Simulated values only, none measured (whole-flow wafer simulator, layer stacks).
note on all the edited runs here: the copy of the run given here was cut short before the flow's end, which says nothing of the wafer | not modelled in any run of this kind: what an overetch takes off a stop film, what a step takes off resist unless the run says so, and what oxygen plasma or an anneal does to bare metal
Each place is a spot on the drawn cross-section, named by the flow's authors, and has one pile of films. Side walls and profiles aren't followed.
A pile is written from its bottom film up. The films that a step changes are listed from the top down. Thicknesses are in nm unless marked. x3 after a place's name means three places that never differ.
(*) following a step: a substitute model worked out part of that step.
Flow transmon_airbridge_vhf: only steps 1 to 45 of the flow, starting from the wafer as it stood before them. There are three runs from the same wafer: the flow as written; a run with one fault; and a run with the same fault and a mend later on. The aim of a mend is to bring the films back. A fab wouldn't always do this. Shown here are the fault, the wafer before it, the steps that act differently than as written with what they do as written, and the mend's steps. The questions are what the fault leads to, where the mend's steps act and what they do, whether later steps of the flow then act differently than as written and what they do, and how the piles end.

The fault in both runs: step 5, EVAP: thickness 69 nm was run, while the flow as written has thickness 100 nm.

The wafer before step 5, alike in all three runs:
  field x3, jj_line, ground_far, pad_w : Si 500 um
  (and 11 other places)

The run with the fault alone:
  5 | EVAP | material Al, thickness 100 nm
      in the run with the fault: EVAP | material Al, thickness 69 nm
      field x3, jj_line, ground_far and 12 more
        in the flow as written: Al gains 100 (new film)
        in the run with the fault: Al gains 69 (new film)
  Steps further on in the flow that do not act as written (16 more steps, not shown, differ only slightly: by at most 2% or 0.5 nm, whichever is larger):
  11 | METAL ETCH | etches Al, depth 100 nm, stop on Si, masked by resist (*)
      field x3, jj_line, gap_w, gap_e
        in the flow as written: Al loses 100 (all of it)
        in the run with the fault: Al loses 69 (all of it)
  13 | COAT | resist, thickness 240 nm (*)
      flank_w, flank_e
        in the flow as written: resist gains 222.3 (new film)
        in the run with the fault: resist gains 227.4 (new film)
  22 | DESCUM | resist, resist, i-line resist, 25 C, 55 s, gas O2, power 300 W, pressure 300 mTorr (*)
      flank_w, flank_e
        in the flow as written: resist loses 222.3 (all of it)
        in the run with the fault: resist loses 227.4 (all of it)
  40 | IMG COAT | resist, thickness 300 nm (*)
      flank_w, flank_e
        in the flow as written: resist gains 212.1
        in the run with the fault: resist gains 216.5
  By the end, the piles at ground_far, pad_w, flank_w and 8 more depart from the flow's by more than 2% or 0.5 nm, whichever is larger.
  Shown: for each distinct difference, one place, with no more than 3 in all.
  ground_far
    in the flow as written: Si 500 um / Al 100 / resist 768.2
    in the run with the fault: Si 500 um / Al 69 / resist 768.2
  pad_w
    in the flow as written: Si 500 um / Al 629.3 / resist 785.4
    in the run with the fault: Si 500 um / Al 598.3 / resist 786.1
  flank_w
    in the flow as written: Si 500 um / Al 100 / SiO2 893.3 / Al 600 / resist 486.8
    in the run with the fault: Si 500 um / Al 69 / SiO2 893.2 / Al 600 / resist 492.7

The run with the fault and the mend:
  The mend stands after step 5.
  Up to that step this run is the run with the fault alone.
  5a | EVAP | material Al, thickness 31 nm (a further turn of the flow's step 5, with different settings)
      field x3, jj_line, ground_far and 12 more
        Al gains 31
  None of the later steps of the flow acts differently than as written at any place that is followed.
  The piles end the same as the flow's at every place that both follow.
